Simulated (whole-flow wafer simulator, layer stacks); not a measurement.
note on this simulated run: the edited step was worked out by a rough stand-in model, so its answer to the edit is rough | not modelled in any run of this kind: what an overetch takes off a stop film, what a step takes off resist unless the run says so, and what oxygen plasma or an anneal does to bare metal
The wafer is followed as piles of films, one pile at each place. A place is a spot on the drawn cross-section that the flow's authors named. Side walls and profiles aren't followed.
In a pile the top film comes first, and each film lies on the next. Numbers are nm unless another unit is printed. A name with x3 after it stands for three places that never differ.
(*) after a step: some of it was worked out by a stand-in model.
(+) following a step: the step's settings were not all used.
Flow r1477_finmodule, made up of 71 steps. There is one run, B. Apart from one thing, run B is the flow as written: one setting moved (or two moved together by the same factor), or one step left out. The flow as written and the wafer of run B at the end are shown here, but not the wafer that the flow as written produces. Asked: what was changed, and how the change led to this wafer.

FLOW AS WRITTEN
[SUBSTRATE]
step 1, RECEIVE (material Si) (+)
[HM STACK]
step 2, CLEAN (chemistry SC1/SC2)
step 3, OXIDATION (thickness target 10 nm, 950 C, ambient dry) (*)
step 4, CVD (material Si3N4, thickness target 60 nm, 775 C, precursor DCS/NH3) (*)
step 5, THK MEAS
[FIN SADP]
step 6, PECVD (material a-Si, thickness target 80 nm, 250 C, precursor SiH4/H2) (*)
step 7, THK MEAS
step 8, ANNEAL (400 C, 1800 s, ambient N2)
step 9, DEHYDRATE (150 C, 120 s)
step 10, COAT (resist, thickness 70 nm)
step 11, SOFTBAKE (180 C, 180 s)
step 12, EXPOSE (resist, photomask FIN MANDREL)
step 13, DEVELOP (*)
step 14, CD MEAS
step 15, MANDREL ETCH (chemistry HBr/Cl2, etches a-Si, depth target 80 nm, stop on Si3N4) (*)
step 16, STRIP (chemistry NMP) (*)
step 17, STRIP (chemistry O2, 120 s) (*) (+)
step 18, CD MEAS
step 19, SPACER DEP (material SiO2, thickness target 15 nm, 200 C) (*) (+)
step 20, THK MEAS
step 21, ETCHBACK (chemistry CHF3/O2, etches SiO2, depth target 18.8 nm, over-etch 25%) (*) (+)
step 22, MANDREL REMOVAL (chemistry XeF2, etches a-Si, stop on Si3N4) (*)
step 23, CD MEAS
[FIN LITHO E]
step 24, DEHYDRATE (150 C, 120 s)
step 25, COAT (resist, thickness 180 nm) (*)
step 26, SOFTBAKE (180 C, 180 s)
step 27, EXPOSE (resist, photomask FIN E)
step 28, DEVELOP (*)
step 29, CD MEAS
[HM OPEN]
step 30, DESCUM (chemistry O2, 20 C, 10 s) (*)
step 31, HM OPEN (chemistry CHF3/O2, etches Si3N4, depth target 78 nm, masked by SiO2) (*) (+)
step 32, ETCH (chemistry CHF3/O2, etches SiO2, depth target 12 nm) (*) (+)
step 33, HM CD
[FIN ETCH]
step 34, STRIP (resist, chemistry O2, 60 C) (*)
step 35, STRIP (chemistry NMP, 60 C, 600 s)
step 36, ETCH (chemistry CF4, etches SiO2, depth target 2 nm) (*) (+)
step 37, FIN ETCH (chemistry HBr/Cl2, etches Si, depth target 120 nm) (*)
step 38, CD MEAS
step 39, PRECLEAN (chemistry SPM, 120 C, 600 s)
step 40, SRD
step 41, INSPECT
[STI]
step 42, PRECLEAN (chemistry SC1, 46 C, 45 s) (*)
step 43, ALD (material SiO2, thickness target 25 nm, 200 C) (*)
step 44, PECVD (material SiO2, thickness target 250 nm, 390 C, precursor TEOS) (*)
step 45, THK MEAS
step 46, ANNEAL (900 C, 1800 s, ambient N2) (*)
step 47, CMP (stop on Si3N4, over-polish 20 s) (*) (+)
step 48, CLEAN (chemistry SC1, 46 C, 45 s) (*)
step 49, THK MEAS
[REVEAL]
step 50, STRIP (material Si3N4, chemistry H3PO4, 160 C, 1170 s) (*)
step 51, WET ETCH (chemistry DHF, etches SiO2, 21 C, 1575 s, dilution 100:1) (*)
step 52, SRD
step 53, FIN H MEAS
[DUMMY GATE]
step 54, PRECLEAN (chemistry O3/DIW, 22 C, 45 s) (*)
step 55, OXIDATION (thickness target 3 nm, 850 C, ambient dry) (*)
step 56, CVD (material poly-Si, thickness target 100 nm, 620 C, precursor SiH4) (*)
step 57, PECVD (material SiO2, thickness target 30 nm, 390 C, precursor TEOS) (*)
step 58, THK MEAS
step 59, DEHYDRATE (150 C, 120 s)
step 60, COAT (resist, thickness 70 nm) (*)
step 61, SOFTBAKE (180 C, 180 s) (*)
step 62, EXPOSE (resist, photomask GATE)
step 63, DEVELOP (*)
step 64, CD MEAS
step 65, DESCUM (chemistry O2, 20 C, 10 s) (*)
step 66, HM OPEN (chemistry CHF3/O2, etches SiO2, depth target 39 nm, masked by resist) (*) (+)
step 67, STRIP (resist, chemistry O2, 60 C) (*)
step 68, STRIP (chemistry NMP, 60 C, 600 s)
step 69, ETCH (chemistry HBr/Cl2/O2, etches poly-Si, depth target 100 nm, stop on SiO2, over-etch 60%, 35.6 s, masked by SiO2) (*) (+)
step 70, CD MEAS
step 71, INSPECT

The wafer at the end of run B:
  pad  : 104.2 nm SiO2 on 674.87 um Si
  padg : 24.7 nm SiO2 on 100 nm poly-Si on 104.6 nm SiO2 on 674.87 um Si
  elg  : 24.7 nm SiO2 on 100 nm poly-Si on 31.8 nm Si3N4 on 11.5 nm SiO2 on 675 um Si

Cause: step 3, OXIDATION: thickness target 11.5 nm was run, while the flow as written has thickness target 10 nm.
The wafer lets one read it off: elg has SiO2 11.5, and step 3 as written asks for 10 nm.

How this came from the change, step by step:
  step 3, OXIDATION (thickness target 10 nm, 950 C, ambient dry) (*)
      pad, padg, elg and 33 more: SiO2 gains 11.5 (new film), chemical SiO2 loses 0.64 (all of it), Si loses 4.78 (in the flow as written it would be: SiO2 gains 10 (new film), chemical SiO2 loses 0.64 (all of it), Si loses 4.12)
  step 31, HM OPEN (chemistry CHF3/O2, etches Si3N4, depth target 78 nm, masked by SiO2) (*) (+)
      pad, padg, esg and 13 more: Si3N4 loses 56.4 (all of it), SiO2 loses 10.8 (in the flow as written it would be: Si3N4 loses 56.4 (all of it), SiO2 loses 10 (all of it))
  step 32, ETCH (chemistry CHF3/O2, etches SiO2, depth target 12 nm) (*) (+)
      pad, padg, e40sg and 11 more: SiO2 loses 0.69 (all of it), Si loses 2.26 (in the flow as written it would be: Si loses 2.4)
      esg, eso: SiO2 loses 0.69 (all of it), Si loses 2.26 (in the flow as written it would be: Si loses 1.77)
      (also at 6 further places)
  step 47, CMP (stop on Si3N4, over-polish 20 s) (*) (+)
      eso: SiO2 loses 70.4 (in the flow as written it would be: SiO2 loses 72.4)
  step 51, WET ETCH (chemistry DHF, etches SiO2, 21 C, 1575 s, dilution 100:1) (*)
      s40sg_line, s45sg_line, s50sg_line, s40so_line, s45so_line, s50so_line: SiO2 loses 10.1 (all of it) (in the flow as written it would be: SiO2 loses 8.63 (all of it))
  step 67, STRIP (resist, chemistry O2, 60 C) (*)
      s40sg: resist loses 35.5 (all of it) (in the flow as written it would be: resist loses 36.9 (all of it))
      s45sg: resist loses 35.4 (all of it) (in the flow as written it would be: resist loses 36.9 (all of it))
      (also at 1 further place)
